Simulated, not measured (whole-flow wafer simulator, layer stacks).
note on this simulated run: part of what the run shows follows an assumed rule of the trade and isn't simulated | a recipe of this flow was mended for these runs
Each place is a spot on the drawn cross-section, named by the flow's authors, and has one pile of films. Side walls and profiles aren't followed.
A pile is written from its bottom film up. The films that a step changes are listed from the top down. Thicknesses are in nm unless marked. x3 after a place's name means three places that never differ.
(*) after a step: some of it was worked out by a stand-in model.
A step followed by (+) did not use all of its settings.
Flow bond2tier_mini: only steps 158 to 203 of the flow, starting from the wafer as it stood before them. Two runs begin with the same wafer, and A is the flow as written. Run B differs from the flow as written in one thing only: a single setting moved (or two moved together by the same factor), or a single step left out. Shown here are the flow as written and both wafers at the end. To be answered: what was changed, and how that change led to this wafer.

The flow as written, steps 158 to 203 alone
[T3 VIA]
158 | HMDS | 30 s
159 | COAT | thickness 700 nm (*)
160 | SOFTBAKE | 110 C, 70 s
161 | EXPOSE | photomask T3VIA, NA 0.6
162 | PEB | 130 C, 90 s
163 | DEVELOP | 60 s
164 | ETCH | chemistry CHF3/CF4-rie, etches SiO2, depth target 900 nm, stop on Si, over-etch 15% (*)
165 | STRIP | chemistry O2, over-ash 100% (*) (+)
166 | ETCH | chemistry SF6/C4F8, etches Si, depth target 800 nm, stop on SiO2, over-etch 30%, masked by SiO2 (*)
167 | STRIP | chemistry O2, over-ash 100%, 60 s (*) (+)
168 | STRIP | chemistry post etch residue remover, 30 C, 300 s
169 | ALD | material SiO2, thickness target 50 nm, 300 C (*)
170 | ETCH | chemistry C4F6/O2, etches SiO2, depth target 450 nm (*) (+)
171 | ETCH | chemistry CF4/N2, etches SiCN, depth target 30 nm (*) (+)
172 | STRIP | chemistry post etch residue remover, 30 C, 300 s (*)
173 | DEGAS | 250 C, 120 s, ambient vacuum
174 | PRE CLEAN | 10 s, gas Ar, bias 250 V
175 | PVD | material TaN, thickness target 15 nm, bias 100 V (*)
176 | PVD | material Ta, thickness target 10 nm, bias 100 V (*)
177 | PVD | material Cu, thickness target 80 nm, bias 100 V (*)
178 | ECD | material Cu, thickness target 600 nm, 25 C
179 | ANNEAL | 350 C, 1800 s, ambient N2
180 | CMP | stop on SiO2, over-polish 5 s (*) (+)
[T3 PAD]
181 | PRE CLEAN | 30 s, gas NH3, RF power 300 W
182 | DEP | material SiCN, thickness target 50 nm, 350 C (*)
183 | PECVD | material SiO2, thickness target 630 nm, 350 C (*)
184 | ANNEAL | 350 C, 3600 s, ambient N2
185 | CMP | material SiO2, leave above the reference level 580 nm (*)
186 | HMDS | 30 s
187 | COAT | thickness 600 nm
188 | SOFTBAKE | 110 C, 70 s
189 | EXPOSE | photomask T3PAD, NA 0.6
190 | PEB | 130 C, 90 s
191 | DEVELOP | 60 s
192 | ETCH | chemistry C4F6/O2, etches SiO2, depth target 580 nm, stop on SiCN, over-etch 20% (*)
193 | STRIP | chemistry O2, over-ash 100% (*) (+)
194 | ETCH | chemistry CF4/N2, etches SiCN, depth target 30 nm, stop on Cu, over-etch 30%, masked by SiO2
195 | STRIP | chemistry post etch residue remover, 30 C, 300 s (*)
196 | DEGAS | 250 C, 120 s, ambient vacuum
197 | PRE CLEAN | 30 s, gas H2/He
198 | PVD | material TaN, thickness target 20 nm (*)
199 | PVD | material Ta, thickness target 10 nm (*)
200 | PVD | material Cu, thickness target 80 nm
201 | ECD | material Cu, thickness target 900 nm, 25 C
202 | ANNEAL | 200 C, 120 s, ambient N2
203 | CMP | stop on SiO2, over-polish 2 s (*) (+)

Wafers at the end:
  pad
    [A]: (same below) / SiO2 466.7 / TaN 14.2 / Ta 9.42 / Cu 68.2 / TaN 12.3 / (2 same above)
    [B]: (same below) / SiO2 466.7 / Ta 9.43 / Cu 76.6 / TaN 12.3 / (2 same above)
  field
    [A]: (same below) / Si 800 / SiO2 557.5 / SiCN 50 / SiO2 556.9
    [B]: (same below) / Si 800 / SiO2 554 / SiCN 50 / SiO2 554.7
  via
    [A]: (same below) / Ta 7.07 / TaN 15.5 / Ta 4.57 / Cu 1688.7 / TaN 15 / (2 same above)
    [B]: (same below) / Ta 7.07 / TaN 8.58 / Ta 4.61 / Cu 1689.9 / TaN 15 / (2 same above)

Cause: step 175, PVD: material TaN, thickness target 15 nm, bias 100 V (*), was omitted.

How this came from the change, step by step:
  180 | CMP | stop on SiO2, over-polish 5 s (*) (+)
      field: A Cu loses 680 (all of it), Ta loses 10 (all of it), TaN loses 15 (all of it), SiO2 loses 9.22 | B Cu loses 680 (all of it), Ta loses 10 (all of it), SiO2 loses 12.7
  185 | CMP | material SiO2, leave above the reference level 580 nm (*)
      field: A SiO2 loses 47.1 | B SiO2 loses 49.3
